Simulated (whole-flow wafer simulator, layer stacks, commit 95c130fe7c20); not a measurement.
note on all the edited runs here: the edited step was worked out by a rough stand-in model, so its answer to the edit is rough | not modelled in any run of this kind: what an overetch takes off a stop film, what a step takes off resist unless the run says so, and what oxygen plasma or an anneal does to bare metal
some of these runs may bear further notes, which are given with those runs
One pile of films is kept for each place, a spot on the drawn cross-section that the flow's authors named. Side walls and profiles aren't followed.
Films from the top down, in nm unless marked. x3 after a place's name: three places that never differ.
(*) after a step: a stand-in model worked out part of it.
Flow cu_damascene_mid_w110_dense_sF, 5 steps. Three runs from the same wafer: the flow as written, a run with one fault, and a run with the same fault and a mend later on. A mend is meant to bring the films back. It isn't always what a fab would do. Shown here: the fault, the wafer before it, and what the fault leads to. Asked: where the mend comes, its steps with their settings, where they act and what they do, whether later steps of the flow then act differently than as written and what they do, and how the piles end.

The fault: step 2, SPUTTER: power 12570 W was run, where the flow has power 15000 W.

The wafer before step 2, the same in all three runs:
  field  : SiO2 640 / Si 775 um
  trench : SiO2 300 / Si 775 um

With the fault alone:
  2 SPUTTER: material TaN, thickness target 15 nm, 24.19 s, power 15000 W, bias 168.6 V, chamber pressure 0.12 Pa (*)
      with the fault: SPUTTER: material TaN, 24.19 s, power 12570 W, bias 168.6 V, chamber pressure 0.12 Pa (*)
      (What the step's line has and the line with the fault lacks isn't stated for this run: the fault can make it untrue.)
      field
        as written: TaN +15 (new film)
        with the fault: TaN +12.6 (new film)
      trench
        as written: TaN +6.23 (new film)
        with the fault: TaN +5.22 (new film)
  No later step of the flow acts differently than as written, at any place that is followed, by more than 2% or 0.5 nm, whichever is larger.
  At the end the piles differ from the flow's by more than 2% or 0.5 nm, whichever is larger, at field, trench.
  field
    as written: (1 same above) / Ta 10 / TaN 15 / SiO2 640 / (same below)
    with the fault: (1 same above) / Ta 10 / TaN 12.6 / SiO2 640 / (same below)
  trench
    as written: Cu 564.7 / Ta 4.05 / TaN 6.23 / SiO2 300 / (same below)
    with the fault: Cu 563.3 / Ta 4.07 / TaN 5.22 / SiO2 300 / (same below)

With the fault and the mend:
  The mend comes after step 2.
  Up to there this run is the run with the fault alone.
  2a SPUTTER: material TaN, 3.923 s, power 15000 W, bias 168.6 V, chamber pressure 0.12 Pa (*) (the flow's step 2 once more, with other settings)
      field
        TaN +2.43
      trench
        TaN +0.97
  No later step of the flow acts differently than as written, at any place that is followed, by more than 2% or 0.5 nm, whichever is larger.
  At the end the piles differ from the flow's only slightly at the places that both follow, by at most 2% or 0.5 nm, whichever is larger.
